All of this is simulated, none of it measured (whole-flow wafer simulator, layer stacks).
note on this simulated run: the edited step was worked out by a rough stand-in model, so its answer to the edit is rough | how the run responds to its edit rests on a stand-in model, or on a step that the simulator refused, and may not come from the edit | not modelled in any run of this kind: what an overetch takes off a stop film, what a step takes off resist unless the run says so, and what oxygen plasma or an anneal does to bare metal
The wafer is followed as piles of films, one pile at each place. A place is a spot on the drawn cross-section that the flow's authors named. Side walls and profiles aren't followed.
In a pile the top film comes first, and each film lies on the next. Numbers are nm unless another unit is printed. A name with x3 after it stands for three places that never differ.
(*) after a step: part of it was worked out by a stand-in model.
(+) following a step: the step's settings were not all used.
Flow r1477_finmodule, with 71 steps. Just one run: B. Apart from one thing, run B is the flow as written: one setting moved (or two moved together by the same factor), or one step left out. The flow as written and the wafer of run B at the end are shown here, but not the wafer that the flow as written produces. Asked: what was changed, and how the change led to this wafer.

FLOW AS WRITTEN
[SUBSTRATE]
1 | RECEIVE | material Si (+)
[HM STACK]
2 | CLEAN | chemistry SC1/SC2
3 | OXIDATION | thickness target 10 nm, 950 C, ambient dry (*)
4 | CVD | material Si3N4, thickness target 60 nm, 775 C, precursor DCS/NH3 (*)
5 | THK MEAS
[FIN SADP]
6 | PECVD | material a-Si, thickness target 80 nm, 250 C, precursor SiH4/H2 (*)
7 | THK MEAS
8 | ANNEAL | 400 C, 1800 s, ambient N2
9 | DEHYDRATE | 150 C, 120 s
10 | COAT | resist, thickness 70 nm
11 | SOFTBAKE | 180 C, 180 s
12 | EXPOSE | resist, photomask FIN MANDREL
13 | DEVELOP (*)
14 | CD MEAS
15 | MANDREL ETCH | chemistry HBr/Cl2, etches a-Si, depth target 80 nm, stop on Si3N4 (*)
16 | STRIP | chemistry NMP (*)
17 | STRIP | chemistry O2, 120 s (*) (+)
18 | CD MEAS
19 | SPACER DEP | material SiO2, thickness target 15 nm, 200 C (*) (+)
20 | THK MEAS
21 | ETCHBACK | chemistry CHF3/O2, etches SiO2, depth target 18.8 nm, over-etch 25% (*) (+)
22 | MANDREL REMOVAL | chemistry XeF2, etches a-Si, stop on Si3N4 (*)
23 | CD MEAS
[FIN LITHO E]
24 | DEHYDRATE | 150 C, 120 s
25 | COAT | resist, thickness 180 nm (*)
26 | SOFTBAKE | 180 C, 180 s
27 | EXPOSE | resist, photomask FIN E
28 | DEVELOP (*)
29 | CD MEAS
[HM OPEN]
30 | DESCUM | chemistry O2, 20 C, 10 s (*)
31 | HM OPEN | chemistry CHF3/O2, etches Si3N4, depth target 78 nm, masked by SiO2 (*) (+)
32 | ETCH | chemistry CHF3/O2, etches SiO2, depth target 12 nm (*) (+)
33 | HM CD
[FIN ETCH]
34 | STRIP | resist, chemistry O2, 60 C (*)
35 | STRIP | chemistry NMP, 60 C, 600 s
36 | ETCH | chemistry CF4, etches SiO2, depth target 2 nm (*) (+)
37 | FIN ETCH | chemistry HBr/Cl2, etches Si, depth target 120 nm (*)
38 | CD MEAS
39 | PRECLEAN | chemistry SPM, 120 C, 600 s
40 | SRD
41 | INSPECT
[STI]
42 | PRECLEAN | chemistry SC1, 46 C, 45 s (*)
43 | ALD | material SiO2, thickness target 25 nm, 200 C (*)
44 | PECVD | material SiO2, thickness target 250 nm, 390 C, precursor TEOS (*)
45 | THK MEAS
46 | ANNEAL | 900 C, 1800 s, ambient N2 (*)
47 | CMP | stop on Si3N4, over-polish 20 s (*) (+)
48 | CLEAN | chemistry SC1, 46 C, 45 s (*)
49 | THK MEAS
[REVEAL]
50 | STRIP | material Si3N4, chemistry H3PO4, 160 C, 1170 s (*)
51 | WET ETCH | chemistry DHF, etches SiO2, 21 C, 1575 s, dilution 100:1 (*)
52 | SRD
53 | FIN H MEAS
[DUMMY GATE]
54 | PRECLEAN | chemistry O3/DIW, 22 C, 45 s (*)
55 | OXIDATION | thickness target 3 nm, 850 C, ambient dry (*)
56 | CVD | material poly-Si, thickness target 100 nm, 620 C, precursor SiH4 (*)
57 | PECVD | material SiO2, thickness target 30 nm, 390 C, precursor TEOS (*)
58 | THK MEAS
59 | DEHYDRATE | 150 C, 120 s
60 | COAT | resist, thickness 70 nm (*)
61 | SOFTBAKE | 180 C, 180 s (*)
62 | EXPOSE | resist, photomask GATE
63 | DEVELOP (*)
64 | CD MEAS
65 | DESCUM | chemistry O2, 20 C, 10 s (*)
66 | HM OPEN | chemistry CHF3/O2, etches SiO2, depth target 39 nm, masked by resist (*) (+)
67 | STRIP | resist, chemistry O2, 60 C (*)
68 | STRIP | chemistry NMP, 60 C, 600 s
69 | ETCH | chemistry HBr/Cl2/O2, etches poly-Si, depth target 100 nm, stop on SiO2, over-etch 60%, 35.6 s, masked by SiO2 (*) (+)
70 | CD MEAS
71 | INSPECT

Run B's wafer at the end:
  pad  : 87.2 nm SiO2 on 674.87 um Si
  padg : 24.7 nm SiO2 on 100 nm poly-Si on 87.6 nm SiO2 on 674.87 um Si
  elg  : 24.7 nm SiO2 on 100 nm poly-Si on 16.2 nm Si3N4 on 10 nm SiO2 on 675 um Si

What caused this: step 4, CVD: thickness target 44.4 nm was run, while the flow as written has thickness target 60 nm.

The path from the change to this, step by step:
  4 | CVD | material Si3N4, thickness target 60 nm, 775 C, precursor DCS/NH3 (*)
      pad, padg, elg and 33 more: +44.4 Si3N4 (new film) (as written it would have been: +60 Si3N4 (new film))
  31 | HM OPEN | chemistry CHF3/O2, etches Si3N4, depth target 78 nm, masked by SiO2 (*) (+)
      pad, padg, esg and 13 more: -40.8 Si3N4 (all of it), -10 SiO2 (all of it) (as written it would have been: -56.4 Si3N4 (all of it), -10 SiO2 (all of it))
      elg, e40lg, e100lg, e200lg, elo, e40lo, e100lo, e200lo: -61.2 resist (as written it would have been: -78 resist)
      (also at 12 further places)
  32 | ETCH | chemistry CHF3/O2, etches SiO2, depth target 12 nm (*) (+)
      s40cg, s45cg, s50cg, s40co, s45co, s50co: -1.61 SiO2 (all of it), -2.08 Si (as written it would have been: -1 SiO2 (all of it), -2.2 Si)
  34 | STRIP | resist, chemistry O2, 60 C (*)
      elg, e40lg, e100lg, e200lg, elo, e40lo, e100lo, e200lo: -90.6 resist (all of it) (as written it would have been: -73.8 resist (all of it))
  43 | ALD | material SiO2, thickness target 25 nm, 200 C (*)
      s40cg, s45cg, s50cg, s40co, s45co, s50co: +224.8 SiO2 (new film) (as written it would have been: +232.1 SiO2 (new film))
      esg: +178.6 SiO2 (new film) (as written it would have been: +194.3 SiO2 (new film))
  47 | CMP | stop on Si3N4, over-polish 20 s (*) (+)
      pad, padg, e40sg and 11 more: -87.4 SiO2 (as written it would have been: -71.8 SiO2)
      s40cg, s45cg, s50cg, s40co, s45co, s50co: -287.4 SiO2 (as written it would have been: -279 SiO2)
      (also at 7 further places)
  50 | STRIP | material Si3N4, chemistry H3PO4, 160 C, 1170 s (*)
      s40sg_line, s45sg_line, s50sg_line, s40so_line, s45so_line, s50so_line: -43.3 Si3N4 (all of it), -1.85 SiO2 (as written it would have been: -58.9 Si3N4 (all of it), -1.37 SiO2)
  56 | CVD | material poly-Si, thickness target 100 nm, 620 C, precursor SiH4 (*)
      s40cg, s40co: +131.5 poly-Si (new film) (as written it would have been: +113.9 poly-Si (new film))
      s45cg, s45co: +131.5 poly-Si (new film) (as written it would have been: +113.4 poly-Si (new film))
      (also at 2 further places)
  60 | COAT | resist, thickness 70 nm (*)
      s40cg, s40co: +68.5 resist (new film) (as written it would have been: +70.6 resist (new film))
      s40sg, s40so: +106.5 resist (new film) (as written it would have been: +91 resist (new film))
      (also at 8 further places)
  63 | DEVELOP (*)
      s40co: -68.5 resist (all of it) (as written it would have been: -70.6 resist (all of it))
      s40so: -106.5 resist (all of it) (as written it would have been: -91 resist (all of it))
      (also at 4 further places)
  67 | STRIP | resist, chemistry O2, 60 C (*)
      s40cg: -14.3 resist (all of it) (as written it would have been: -16.5 resist (all of it))
      s40sg: -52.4 resist (all of it) (as written it would have been: -36.9 resist (all of it))
      (also at 4 further places)
  69 | ETCH | chemistry HBr/Cl2/O2, etches poly-Si, depth target 100 nm, stop on SiO2, over-etch 60%, 35.6 s, masked by SiO2 (*) (+)
      s40co: -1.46 chemical SiO2 (all of it), -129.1 poly-Si (all of it), -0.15 SiO2 (as written it would have been: -1.46 chemical SiO2 (all of it), -111.5 poly-Si (all of it), -0.24 SiO2)
      s45co: -1.46 chemical SiO2 (all of it), -129.1 poly-Si (all of it), -0.15 SiO2 (as written it would have been: -1.46 chemical SiO2 (all of it), -110.9 poly-Si (all of it), -0.25 SiO2)
      (also at 1 further place)
